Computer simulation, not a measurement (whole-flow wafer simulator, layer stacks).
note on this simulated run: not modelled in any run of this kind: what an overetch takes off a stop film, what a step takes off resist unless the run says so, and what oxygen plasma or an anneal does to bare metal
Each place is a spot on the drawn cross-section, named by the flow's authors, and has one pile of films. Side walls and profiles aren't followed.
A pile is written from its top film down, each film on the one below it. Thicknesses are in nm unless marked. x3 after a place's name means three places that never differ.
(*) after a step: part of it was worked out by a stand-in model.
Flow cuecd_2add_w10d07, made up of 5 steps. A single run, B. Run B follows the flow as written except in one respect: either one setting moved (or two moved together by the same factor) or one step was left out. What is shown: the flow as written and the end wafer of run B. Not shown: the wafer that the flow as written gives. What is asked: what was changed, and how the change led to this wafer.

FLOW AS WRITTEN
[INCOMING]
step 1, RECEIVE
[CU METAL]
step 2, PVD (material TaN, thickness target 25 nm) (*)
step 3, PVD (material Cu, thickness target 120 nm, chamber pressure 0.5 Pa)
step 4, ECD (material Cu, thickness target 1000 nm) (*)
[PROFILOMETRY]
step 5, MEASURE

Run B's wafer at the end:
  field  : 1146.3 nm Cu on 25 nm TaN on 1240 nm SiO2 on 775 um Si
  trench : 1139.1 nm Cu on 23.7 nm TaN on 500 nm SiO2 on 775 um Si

Cause: step 3, PVD: thickness target 146.3 nm was run, whereas the flow has thickness target 120 nm.

How this came from the change, step by step:
  step 3, PVD (material Cu, thickness target 120 nm, chamber pressure 0.5 Pa)
      field: Cu gains 146.3 (new film) (it would be, as written: Cu gains 120 (new film))
      trench: Cu gains 139.1 (new film) (it would be, as written: Cu gains 114 (new film))
